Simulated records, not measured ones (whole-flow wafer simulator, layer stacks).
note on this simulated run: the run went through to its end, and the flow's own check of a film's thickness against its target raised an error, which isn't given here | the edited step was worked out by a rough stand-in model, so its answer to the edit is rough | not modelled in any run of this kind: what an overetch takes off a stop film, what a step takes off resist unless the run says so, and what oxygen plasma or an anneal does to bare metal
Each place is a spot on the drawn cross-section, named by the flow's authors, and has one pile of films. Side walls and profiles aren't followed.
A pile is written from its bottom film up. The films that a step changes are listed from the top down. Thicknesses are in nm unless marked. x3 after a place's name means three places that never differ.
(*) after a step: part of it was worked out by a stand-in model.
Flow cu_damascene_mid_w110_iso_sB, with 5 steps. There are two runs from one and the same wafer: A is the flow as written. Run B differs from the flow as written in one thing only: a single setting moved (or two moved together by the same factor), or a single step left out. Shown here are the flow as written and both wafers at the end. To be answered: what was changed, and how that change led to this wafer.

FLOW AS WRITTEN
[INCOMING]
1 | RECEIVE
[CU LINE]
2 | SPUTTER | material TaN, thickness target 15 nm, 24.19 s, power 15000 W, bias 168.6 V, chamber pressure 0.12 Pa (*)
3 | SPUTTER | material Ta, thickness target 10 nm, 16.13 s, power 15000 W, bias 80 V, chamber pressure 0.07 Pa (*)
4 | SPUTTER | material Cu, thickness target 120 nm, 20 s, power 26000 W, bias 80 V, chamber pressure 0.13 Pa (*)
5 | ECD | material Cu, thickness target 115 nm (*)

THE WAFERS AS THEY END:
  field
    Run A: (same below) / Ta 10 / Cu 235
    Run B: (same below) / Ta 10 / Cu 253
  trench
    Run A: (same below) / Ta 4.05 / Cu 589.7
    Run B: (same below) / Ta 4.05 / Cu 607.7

The reason: step 4, SPUTTER: thickness target 138 nm was run, whereas the flow has thickness target 120 nm; step 4, SPUTTER: 23 s was run, where the flow has 20 s.

Step by step, how the change led to this:
  4 | SPUTTER | material Cu, thickness target 120 nm, 20 s, power 26000 W, bias 80 V, chamber pressure 0.13 Pa (*)
      field: A Cu gains 120 (new film) | B Cu gains 138 (new film)
      trench: A Cu gains 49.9 (new film) | B Cu gains 57.4 (new film)
